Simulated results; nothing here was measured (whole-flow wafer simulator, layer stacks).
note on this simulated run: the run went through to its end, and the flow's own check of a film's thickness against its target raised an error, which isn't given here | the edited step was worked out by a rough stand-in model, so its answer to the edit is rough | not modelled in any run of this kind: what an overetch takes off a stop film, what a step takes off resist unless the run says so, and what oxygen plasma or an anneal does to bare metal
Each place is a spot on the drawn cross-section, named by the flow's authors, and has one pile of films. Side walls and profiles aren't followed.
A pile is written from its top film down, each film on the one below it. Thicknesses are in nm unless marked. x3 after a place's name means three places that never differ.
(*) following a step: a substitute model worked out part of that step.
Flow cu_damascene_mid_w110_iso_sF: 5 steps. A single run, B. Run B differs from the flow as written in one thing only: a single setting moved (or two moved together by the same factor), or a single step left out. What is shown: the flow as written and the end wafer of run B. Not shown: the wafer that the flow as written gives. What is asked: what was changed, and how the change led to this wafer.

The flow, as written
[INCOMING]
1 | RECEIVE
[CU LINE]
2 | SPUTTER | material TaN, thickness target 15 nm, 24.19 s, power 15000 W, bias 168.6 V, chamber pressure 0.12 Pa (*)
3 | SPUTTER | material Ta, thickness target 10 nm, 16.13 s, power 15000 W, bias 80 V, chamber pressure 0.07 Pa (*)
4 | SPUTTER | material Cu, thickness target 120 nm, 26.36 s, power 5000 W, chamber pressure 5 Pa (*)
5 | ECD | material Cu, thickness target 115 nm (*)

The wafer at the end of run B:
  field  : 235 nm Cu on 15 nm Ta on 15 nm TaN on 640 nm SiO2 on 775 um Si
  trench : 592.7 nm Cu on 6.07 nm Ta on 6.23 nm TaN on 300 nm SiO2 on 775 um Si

Cause: step 3, SPUTTER: thickness target 15 nm was run, whereas the flow has thickness target 10 nm; step 3, SPUTTER: 24.2 s was run, where the flow has 16.13 s.
The wafer lets one read it off: field has Ta 15, and step 3 as written asks for 10 nm.

Step by step, how the change led to this:
  3 | SPUTTER | material Ta, thickness target 10 nm, 16.13 s, power 15000 W, bias 80 V, chamber pressure 0.07 Pa (*)
      field: +15 Ta (new film) (as written it would have been: +10 Ta (new film))
      trench: +6.07 Ta (new film) (as written it would have been: +4.05 Ta (new film))
